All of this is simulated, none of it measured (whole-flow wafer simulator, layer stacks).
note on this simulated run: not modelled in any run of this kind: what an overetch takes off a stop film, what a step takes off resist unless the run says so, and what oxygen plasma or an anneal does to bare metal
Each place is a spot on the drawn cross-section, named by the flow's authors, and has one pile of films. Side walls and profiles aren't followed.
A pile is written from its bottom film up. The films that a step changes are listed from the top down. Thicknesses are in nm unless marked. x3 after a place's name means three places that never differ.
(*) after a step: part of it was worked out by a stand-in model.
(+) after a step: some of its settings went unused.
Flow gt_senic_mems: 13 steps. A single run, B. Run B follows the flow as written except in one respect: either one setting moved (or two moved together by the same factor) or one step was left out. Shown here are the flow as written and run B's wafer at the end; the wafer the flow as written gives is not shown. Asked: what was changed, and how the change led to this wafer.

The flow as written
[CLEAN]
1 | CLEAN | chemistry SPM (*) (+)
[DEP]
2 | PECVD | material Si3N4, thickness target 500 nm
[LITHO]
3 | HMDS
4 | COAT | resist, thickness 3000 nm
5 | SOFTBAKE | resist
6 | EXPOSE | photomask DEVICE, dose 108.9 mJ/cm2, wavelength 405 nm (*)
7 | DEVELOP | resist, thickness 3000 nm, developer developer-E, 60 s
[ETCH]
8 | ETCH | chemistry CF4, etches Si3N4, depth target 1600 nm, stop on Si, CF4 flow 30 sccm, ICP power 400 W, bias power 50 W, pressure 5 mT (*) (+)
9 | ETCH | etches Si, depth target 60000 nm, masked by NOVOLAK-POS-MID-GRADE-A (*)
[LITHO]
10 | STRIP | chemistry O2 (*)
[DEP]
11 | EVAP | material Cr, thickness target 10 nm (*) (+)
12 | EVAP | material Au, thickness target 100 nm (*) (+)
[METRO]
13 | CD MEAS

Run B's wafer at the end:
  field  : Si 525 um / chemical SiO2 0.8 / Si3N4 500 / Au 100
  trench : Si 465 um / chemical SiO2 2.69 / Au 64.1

Cause: step 11, EVAP: material Cr, thickness target 10 nm (*) (+), was skipped.

How this came from the change, step by step:
  (no step that both runs have acts differently)
